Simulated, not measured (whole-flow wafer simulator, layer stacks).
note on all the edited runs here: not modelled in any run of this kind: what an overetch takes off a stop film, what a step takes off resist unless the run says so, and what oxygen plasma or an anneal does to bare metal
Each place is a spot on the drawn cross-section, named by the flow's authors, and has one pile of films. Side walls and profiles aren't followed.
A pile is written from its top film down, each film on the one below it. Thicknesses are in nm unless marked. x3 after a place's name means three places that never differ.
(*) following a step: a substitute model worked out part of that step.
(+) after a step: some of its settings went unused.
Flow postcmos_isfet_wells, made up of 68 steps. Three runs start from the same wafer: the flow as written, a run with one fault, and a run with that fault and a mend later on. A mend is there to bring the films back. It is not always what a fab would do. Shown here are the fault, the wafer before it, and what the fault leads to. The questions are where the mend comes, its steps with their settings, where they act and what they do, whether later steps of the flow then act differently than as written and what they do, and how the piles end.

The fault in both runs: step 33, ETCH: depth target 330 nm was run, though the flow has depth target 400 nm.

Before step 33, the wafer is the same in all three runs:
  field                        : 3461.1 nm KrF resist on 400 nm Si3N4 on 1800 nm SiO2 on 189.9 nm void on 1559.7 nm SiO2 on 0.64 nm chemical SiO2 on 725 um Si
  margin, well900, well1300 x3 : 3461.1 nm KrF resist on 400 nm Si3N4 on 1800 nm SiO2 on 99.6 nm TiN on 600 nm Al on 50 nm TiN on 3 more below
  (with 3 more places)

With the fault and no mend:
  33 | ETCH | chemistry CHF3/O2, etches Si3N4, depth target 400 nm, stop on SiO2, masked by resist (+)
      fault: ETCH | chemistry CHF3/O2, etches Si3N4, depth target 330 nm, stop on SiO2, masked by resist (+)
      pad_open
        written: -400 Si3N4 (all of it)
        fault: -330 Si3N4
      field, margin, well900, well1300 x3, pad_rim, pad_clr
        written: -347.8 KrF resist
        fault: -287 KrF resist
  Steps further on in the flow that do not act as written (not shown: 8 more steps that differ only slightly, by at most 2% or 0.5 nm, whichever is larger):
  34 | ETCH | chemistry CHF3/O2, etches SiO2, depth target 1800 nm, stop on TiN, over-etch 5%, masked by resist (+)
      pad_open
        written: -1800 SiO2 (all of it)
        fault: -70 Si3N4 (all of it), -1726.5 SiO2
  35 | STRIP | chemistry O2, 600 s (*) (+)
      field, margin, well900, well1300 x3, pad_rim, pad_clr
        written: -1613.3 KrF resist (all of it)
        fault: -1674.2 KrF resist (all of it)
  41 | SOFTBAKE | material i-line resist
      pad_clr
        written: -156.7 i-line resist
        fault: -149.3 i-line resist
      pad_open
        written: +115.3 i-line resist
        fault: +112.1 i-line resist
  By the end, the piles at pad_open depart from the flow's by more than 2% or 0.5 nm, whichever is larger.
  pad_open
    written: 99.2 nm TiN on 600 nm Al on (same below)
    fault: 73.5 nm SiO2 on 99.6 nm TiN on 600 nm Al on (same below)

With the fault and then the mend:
  The mend follows step 33.
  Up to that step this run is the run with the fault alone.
  33a | ETCH | chemistry CHF3/O2, etches Si3N4, depth target 70 nm, stop on SiO2, masked by resist (the flow's step 33, run once more with other settings)
      field, margin, well900, well1300 x3, pad_rim, pad_clr
        -60.9 KrF resist
      pad_open
        -70 Si3N4 (all of it)
  None of the later steps of the flow acts differently than as written at any place that is followed.
  At every place that both follow, the piles at the end match the flow's.
